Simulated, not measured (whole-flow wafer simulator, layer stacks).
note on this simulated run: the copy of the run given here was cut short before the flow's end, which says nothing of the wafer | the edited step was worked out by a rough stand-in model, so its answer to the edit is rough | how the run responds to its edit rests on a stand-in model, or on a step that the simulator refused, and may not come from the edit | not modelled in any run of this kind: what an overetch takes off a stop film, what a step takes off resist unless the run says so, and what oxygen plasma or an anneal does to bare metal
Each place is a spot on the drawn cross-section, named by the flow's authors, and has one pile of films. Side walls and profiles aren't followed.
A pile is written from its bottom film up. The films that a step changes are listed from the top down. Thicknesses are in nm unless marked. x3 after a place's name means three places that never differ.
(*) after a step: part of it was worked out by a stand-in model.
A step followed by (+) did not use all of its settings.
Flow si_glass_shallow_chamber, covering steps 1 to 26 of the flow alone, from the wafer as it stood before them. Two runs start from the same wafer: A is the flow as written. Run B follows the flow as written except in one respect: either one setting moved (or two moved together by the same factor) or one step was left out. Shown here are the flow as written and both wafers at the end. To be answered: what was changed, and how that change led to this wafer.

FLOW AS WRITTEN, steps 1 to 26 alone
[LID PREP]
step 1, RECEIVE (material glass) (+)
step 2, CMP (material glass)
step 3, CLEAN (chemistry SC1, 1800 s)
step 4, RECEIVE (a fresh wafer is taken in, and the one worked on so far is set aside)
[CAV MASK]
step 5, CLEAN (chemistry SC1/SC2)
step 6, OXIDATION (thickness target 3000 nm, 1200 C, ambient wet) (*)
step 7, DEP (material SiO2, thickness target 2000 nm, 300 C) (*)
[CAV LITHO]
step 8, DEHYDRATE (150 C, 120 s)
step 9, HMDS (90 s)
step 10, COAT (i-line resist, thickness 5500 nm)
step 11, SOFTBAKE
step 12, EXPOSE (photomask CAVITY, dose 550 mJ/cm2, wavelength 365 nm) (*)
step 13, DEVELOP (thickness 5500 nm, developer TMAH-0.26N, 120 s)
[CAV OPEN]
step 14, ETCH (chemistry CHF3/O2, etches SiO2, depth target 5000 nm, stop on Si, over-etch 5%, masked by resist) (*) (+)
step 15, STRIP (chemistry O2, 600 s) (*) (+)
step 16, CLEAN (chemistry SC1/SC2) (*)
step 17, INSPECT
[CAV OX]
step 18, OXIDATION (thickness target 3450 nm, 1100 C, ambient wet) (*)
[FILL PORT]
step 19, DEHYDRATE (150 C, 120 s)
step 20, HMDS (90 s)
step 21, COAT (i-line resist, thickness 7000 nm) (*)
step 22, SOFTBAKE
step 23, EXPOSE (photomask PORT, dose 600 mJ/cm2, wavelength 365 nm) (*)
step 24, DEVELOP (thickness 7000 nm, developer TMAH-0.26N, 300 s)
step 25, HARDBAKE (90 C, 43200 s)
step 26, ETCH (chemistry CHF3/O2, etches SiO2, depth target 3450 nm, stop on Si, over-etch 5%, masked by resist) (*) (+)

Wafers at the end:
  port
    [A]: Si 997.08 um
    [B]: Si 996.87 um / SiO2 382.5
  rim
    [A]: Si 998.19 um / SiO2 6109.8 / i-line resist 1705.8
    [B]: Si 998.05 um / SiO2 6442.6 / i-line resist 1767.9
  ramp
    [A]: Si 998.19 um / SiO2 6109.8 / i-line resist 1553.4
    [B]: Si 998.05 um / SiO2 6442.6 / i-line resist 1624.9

Cause: step 18, OXIDATION: thickness target 4005 nm was run, whereas the flow has thickness target 3450 nm.

The path from the change to this, step by step:
  step 18, OXIDATION (thickness target 3450 nm, 1100 C, ambient wet) (*)
      rim, ramp, septum, ring: A SiO2 gains 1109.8, Si loses 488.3 | B SiO2 gains 1442.6, Si loses 634.8
      cav, port: A SiO2 gains 3450 (new film), chemical SiO2 loses 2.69 (all of it), Si loses 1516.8 | B SiO2 gains 4005 (new film), chemical SiO2 loses 2.69 (all of it), Si loses 1761
  step 22, SOFTBAKE
      rim: A i-line resist loses 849 | B i-line resist loses 827.5
      ramp: A i-line resist loses 434.5 | B i-line resist loses 419.6
      (and at 1 other place as well)
  step 25, HARDBAKE (90 C, 43200 s)
      rim: A i-line resist loses 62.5 | B i-line resist loses 64.7
      ramp: A i-line resist loses 57.1 | B i-line resist loses 59.6
  step 26, ETCH (chemistry CHF3/O2, etches SiO2, depth target 3450 nm, stop on Si, over-etch 5%, masked by resist) (*) (+)
      port: A SiO2 loses 3450 (all of it), Si loses 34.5 | B SiO2 loses 3622.5
